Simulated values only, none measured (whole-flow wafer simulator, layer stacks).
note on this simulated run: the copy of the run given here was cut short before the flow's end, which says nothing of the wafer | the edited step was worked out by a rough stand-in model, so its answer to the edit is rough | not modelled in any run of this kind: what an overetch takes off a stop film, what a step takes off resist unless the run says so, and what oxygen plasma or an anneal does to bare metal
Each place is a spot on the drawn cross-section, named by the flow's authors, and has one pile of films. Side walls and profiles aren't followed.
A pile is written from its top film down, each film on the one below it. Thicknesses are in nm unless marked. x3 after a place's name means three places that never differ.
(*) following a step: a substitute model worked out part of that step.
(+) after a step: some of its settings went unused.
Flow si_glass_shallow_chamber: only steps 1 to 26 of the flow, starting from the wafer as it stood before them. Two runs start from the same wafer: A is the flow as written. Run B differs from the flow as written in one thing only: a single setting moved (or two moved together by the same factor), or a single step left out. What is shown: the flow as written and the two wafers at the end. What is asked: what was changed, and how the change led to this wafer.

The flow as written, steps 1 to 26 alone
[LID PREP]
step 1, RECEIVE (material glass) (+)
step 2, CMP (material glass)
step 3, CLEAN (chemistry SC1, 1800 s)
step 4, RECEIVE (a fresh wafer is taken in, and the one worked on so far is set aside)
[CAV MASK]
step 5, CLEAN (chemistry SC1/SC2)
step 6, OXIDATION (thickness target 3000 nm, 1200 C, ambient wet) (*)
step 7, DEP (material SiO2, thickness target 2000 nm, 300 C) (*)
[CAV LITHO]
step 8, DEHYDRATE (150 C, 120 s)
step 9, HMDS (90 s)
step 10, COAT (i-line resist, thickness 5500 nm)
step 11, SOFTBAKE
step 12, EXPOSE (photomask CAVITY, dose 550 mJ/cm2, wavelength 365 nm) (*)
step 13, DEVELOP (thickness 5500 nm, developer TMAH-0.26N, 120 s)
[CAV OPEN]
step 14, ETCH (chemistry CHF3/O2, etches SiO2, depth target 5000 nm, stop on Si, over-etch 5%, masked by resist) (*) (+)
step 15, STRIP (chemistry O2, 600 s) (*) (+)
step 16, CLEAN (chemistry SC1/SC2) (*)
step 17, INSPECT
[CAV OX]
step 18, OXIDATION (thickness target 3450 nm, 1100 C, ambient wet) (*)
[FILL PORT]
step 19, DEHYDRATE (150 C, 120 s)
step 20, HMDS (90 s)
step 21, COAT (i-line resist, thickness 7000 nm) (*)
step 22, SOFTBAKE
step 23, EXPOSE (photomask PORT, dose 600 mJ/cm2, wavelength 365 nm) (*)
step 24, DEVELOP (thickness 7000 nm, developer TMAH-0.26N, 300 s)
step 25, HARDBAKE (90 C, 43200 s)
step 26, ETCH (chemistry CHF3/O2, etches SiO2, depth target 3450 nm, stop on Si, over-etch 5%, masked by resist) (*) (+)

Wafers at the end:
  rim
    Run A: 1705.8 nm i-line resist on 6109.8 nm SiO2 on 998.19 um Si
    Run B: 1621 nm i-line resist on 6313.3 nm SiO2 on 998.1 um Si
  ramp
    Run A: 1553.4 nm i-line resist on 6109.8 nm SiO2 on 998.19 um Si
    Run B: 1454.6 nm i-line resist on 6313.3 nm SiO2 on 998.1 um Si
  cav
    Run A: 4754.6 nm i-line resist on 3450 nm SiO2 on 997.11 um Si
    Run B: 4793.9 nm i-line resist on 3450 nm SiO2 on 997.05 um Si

The reason: step 6, OXIDATION: thickness target 3246 nm was run, whereas the flow has thickness target 3000 nm.

The path from the change to this, step by step:
  step 6, OXIDATION (thickness target 3000 nm, 1200 C, ambient wet) (*)
      rim, ramp, cav, port, septum, ring: A +3000 SiO2 (new film), -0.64 chemical SiO2 (all of it), -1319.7 Si | B +3246 SiO2 (new film), -0.64 chemical SiO2 (all of it), -1428 Si
  step 14, ETCH (chemistry CHF3/O2, etches SiO2, depth target 5000 nm, stop on Si, over-etch 5%, masked by resist) (*) (+)
      cav, port: A -5000 SiO2 (all of it), -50 Si | B -5246 SiO2 (all of it), -0.8 Si
  step 18, OXIDATION (thickness target 3450 nm, 1100 C, ambient wet) (*)
      rim, ramp, septum, ring: A +1109.8 SiO2, -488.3 Si | B +1067.3 SiO2, -469.6 Si
  step 22, SOFTBAKE
      rim: A -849 i-line resist | B -877.5 i-line resist
      ramp: A -434.5 i-line resist | B -454.8 i-line resist
      (as well as at 3 more places)
  step 25, HARDBAKE (90 C, 43200 s)
      rim: A -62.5 i-line resist | B -59.4 i-line resist
      ramp: A -57.1 i-line resist | B -53.7 i-line resist
